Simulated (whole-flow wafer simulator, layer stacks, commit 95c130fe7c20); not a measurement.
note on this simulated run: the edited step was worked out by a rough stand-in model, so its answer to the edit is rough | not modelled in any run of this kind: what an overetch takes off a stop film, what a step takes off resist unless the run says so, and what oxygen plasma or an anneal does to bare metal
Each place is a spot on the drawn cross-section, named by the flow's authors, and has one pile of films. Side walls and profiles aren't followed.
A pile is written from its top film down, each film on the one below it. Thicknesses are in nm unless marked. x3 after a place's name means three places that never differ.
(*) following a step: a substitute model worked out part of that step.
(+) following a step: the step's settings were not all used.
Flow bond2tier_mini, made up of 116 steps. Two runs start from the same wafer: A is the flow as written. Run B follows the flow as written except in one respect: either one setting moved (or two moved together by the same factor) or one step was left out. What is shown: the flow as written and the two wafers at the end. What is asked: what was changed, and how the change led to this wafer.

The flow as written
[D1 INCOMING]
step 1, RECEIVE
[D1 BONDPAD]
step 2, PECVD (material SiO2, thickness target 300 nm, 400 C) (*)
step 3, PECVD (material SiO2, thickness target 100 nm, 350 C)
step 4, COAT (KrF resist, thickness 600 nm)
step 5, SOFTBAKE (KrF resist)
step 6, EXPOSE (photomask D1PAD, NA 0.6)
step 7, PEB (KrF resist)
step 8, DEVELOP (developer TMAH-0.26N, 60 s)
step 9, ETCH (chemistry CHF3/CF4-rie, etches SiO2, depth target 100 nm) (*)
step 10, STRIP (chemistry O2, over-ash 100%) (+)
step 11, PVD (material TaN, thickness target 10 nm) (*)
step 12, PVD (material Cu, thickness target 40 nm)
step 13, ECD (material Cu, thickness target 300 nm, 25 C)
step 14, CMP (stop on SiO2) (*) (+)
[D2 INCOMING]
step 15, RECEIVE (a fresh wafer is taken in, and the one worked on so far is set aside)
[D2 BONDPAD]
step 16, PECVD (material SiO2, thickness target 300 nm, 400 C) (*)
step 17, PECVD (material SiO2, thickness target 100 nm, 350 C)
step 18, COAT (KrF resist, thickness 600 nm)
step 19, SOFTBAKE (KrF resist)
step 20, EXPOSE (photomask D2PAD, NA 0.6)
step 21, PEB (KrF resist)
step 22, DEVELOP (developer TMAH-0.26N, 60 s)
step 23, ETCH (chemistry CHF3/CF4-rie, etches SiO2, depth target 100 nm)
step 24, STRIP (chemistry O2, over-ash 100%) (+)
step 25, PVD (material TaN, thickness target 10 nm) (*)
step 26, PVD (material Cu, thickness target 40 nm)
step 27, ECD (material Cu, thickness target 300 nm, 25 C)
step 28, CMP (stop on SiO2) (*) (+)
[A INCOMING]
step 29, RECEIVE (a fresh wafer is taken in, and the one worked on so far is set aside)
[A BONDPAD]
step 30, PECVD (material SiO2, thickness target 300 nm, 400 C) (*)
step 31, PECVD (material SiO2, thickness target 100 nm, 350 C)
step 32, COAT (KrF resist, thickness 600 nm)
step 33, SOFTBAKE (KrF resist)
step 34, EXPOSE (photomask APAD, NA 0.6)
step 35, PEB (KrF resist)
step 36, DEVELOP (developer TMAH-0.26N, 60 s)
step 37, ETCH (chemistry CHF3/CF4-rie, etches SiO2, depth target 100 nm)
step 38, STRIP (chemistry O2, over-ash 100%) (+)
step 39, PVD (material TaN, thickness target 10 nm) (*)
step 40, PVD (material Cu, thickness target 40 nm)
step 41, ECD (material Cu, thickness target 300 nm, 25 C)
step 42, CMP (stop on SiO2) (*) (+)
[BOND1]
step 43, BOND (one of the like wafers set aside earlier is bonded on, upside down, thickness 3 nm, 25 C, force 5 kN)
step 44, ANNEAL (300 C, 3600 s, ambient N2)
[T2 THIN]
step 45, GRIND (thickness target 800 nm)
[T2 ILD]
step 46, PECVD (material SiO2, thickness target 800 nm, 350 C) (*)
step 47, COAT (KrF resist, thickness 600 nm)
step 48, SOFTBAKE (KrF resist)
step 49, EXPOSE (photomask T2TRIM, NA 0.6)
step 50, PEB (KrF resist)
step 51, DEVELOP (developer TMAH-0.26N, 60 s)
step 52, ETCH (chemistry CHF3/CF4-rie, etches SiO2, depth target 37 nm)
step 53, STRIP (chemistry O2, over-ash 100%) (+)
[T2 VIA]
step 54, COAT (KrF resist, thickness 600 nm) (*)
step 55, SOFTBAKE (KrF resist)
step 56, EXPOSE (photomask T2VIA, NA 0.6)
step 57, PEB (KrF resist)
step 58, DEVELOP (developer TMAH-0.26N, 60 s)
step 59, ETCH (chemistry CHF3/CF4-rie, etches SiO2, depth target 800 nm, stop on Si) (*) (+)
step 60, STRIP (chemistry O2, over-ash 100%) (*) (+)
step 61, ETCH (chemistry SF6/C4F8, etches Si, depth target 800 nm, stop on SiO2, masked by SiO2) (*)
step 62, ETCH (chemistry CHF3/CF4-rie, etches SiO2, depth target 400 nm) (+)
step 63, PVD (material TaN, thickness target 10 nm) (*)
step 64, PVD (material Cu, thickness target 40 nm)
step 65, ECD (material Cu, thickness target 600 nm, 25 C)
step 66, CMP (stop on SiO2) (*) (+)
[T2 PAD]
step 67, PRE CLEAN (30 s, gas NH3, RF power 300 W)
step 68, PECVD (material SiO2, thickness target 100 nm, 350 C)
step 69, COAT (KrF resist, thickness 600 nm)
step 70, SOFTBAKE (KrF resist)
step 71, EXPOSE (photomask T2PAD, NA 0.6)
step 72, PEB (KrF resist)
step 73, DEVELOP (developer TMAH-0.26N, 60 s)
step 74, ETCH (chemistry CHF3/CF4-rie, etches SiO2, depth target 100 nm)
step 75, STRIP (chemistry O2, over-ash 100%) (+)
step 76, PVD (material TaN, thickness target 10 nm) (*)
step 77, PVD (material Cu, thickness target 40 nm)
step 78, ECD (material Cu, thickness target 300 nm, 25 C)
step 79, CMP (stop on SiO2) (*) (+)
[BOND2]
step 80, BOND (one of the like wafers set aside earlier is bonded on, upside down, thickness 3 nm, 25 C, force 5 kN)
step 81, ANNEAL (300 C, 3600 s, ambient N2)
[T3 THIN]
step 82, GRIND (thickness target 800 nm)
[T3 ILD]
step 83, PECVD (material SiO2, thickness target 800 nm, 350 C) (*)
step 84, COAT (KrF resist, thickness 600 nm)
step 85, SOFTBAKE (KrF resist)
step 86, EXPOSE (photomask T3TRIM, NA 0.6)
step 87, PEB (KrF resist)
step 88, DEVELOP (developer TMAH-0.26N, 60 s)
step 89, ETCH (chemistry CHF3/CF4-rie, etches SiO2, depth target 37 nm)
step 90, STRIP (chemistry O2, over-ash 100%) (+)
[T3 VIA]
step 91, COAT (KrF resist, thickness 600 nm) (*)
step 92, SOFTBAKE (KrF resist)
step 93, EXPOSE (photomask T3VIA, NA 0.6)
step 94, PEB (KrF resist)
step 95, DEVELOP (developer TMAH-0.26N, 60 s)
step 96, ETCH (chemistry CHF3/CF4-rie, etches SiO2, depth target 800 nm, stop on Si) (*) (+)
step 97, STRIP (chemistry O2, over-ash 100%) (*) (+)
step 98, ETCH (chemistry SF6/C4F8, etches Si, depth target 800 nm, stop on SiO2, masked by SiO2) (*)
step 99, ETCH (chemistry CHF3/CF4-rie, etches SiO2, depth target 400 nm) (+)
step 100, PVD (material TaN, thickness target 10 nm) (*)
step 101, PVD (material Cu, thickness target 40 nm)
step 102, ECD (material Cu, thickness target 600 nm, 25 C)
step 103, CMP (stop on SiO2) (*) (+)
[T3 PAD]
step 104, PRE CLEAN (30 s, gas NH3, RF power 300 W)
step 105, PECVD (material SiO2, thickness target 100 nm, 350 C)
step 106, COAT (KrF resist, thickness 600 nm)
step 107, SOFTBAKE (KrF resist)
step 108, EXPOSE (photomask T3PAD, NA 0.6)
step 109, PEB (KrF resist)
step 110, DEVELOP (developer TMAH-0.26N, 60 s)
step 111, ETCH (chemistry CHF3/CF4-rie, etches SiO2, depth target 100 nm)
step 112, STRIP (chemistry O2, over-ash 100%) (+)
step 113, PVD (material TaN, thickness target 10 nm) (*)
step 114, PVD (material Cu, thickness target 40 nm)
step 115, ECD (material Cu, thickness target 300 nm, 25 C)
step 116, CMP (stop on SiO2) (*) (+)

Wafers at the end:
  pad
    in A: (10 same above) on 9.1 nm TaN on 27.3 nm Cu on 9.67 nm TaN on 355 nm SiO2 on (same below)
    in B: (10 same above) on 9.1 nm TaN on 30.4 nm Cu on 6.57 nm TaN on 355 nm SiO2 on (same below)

Cause: step 63, PVD: thickness target 6.8 nm was run, though the flow has thickness target 10 nm.

Step by step, how the change led to this:
  step 63, PVD (material TaN, thickness target 10 nm) (*)
      field: A TaN gains 10 (new film) | B TaN gains 6.8 (new film)
      pad: A TaN gains 9.67 (new film) | B TaN gains 6.57 (new film)
  step 66, CMP (stop on SiO2) (*) (+)
      field: A Cu loses 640 (all of it), TaN loses 10 (all of it) | B Cu loses 640 (all of it), TaN loses 6.8 (all of it)
